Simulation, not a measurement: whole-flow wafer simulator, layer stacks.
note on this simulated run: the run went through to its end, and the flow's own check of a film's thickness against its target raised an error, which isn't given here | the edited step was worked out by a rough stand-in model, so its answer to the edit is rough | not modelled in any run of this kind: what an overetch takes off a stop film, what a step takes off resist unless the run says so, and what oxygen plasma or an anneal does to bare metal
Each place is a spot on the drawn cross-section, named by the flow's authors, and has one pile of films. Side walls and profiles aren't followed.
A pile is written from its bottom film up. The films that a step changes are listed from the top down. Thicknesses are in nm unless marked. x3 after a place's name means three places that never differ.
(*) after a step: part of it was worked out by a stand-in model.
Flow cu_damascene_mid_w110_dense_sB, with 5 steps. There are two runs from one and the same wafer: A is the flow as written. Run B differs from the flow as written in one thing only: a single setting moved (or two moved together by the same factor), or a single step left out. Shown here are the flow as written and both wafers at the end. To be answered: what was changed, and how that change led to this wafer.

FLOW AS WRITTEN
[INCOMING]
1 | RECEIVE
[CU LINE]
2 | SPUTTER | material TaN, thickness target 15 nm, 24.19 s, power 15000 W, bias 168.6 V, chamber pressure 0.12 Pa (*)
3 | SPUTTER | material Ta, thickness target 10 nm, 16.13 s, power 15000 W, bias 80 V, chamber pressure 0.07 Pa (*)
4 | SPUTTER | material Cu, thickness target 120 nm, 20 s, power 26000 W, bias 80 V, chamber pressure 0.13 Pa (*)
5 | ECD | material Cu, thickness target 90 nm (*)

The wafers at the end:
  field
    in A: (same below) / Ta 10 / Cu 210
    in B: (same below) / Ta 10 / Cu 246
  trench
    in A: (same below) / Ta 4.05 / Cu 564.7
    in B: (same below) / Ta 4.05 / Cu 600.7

Cause: step 5, ECD: thickness target 126 nm was run, while the flow as written has thickness target 90 nm.

How this came from the change, step by step:
  5 | ECD | material Cu, thickness target 90 nm (*)
      field: A +90 Cu | B +126 Cu
      trench: A +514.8 Cu | B +550.8 Cu
